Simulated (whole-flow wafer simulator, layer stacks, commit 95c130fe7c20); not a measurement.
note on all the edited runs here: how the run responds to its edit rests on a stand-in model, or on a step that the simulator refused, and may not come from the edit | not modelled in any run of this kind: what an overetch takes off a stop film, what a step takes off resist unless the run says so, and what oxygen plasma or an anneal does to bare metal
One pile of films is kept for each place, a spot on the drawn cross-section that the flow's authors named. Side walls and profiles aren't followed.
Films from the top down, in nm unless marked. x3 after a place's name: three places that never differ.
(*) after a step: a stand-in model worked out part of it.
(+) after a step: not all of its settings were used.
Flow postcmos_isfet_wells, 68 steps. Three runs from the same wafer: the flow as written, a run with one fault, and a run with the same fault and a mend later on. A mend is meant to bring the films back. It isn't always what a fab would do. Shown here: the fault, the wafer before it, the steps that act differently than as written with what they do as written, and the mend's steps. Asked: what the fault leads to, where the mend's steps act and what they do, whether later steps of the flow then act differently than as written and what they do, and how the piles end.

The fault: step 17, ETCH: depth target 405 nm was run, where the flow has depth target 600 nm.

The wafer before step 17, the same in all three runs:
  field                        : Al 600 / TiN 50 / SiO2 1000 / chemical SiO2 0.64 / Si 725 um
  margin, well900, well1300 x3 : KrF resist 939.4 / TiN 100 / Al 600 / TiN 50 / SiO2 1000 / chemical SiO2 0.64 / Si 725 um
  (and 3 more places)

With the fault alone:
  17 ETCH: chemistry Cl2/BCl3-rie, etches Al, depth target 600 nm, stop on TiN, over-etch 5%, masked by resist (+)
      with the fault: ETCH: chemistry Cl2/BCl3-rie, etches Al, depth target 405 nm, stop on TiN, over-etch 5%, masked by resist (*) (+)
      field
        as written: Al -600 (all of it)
        with the fault: Al -405
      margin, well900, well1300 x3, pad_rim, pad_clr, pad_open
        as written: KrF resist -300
        with the fault: KrF resist -202.5
  Later steps of the flow that act differently than as written:
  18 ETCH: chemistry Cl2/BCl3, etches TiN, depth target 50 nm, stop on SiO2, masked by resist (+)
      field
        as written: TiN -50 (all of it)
        with the fault: Al -50
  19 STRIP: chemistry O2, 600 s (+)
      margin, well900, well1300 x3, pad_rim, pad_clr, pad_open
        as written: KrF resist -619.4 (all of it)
        with the fault: KrF resist -716.9 (all of it)
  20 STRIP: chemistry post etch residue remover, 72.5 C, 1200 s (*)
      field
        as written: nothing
        with the fault: Al -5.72
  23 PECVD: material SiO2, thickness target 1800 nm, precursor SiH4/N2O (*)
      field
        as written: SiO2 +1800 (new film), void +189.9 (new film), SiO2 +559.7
        with the fault: SiO2 +2360.3 (new film)
  At the end the piles differ from the flow's by more than 2% or 0.5 nm, whichever is larger, at field.
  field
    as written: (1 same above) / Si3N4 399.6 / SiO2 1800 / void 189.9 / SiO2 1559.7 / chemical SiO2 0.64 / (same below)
    with the fault: (1 same above) / Si3N4 399.6 / SiO2 2360.3 / Al 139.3 / TiN 50 / SiO2 1000 / chemical SiO2 0.64 / (same below)

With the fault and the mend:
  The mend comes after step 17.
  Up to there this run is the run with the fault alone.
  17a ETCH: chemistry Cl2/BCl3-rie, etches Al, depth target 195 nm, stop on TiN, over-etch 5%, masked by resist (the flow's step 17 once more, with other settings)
      margin, well900, well1300 x3, pad_rim, pad_clr, pad_open
        KrF resist -97.5
      field
        Al -195 (all of it)
  No later step of the flow acts differently than as written at any place that is followed.
  At the end the piles are the same as the flow's at every place that both follow.
